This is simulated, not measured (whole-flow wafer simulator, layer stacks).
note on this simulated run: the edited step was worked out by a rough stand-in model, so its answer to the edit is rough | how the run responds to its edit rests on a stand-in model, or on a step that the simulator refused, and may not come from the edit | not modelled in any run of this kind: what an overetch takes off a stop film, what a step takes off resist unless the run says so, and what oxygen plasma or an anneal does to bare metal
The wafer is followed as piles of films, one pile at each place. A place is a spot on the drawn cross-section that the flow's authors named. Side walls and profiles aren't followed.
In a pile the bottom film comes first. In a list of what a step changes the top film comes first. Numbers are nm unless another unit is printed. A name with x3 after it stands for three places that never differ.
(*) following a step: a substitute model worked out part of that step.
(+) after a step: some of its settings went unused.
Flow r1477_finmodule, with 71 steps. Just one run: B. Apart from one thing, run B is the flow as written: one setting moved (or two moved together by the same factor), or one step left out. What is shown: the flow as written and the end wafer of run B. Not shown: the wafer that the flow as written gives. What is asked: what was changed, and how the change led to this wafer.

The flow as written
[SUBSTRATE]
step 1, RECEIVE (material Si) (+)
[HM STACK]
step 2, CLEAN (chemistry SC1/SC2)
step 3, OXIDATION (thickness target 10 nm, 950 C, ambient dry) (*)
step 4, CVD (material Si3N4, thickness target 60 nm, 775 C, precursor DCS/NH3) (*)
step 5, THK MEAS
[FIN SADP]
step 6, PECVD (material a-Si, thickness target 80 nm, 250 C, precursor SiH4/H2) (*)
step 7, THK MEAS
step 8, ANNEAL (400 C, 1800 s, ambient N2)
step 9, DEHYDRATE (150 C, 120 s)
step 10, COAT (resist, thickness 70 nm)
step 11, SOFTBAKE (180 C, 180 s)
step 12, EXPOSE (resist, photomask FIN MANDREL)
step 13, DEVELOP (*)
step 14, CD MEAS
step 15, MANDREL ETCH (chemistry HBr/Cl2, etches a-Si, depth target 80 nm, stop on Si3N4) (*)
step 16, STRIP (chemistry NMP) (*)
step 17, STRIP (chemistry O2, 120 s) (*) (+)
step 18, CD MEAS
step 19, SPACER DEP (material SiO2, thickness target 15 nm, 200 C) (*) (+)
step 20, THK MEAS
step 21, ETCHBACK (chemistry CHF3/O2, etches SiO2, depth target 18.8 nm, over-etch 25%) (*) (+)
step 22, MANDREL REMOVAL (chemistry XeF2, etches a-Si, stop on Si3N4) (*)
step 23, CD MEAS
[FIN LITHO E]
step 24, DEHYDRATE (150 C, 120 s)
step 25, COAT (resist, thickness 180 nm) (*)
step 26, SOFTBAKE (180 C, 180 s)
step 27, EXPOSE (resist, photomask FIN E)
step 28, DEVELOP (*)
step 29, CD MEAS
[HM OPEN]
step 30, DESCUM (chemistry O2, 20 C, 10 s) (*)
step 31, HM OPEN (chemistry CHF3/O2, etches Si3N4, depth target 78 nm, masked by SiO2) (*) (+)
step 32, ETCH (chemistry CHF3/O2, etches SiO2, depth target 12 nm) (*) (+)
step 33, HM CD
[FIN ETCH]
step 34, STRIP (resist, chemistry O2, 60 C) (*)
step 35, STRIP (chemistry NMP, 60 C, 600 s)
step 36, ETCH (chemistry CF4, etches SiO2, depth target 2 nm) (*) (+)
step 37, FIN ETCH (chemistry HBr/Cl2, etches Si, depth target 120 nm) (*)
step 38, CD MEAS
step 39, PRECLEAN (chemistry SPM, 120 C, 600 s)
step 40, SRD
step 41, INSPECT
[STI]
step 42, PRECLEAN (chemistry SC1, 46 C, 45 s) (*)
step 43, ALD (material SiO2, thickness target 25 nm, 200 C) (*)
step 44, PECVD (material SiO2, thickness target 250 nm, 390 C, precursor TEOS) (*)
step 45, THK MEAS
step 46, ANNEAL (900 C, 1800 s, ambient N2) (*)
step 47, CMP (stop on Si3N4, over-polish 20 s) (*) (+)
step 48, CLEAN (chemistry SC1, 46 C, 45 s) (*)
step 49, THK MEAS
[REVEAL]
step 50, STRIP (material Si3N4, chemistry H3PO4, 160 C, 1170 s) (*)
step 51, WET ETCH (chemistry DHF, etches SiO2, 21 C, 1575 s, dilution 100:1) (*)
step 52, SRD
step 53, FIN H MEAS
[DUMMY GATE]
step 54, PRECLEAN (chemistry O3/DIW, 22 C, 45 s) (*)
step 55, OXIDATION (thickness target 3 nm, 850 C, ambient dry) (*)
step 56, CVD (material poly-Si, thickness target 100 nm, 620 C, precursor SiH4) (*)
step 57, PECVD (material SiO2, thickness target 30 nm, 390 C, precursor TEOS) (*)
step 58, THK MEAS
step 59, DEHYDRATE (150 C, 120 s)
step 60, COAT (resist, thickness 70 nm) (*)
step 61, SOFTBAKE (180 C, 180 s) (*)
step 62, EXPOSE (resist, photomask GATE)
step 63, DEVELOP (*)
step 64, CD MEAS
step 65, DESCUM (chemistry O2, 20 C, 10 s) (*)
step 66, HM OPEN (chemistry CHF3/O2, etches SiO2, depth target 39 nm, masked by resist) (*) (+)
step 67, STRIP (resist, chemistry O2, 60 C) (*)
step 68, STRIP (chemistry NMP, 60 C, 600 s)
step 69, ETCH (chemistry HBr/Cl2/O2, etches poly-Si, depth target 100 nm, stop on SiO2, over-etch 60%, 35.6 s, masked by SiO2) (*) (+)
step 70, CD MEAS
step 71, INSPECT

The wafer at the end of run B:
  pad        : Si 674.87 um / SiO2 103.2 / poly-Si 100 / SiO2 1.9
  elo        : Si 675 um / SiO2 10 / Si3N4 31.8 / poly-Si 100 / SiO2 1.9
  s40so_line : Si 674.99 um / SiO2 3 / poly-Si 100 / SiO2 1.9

Cause: step 57, PECVD: thickness target 46.2 nm was run, while the flow as written has thickness target 30 nm.

Step by step, how the change led to this:
  step 57, PECVD (material SiO2, thickness target 30 nm, 390 C, precursor TEOS) (*)
      pad, padg, elg and 33 more: SiO2 gains 46.2 (new film) (in the flow as written it would be: SiO2 gains 30 (new film))
  step 66, HM OPEN (chemistry CHF3/O2, etches SiO2, depth target 39 nm, masked by resist) (*) (+)
      pad, elo, eso and 15 more: SiO2 loses 39 (in the flow as written it would be: SiO2 loses 30 (all of it), poly-Si loses 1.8)
  step 67, STRIP (resist, chemistry O2, 60 C) (*)
      pad, elo, eso and 15 more: nothing (in the flow as written it would be: chemical SiO2 gains 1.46 (new film), poly-Si loses 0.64)
  step 69, ETCH (chemistry HBr/Cl2/O2, etches poly-Si, depth target 100 nm, stop on SiO2, over-etch 60%, 35.6 s, masked by SiO2) (*) (+)
      pad, eso, e40so and 8 more: SiO2 loses 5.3 (in the flow as written it would be: chemical SiO2 loses 1.46 (all of it), poly-Si loses 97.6 (all of it), SiO2 loses 0.42)
      elo, e40lo, e100lo, e200lo: SiO2 loses 5.3 (in the flow as written it would be: chemical SiO2 loses 1.46 (all of it), poly-Si loses 97.6 (all of it), Si3N4 loses 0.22)
      (also at 3 further places)
